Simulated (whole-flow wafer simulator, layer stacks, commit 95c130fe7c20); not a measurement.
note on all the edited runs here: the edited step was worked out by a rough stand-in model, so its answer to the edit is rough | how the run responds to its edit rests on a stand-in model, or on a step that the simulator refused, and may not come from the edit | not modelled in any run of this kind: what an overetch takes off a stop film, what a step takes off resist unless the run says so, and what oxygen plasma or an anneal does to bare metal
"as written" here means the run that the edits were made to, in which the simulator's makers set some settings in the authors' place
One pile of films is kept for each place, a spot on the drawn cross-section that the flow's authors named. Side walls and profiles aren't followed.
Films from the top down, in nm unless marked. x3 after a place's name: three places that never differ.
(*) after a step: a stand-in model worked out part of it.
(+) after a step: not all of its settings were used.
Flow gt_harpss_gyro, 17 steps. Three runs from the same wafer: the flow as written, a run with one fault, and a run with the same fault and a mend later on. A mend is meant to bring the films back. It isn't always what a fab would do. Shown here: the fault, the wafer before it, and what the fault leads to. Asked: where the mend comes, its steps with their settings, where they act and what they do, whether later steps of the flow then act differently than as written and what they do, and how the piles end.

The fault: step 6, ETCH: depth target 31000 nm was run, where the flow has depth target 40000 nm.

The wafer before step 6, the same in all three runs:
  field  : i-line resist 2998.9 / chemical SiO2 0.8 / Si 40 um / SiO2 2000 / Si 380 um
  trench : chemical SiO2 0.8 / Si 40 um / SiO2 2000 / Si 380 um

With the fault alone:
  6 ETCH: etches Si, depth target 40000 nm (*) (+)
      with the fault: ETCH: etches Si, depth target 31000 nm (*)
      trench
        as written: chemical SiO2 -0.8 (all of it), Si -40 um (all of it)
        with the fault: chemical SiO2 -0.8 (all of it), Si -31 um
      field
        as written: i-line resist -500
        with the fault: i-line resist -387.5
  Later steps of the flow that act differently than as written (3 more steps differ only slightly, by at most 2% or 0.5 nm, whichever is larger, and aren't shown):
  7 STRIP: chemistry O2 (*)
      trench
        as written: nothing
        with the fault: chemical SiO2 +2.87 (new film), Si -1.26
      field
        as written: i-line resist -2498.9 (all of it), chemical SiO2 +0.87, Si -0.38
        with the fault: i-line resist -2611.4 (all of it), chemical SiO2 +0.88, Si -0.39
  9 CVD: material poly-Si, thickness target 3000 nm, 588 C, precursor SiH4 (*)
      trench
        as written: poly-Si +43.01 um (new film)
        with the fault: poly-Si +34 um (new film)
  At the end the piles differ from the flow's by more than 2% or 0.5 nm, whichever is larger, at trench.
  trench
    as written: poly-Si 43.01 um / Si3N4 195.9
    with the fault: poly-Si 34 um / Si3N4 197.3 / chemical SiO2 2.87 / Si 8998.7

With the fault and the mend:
  The mend comes after step 6.
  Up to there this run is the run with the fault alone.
  6a ETCH: etches Si, depth target 9000 nm (*) (+) (the flow's step 6 once more, with other settings)
      field
        i-line resist -112.5
      trench
        Si -8999.9 (all of it)
  No later step of the flow acts differently than as written at any place that is followed.
  At the end the piles are the same as the flow's at every place that both follow.
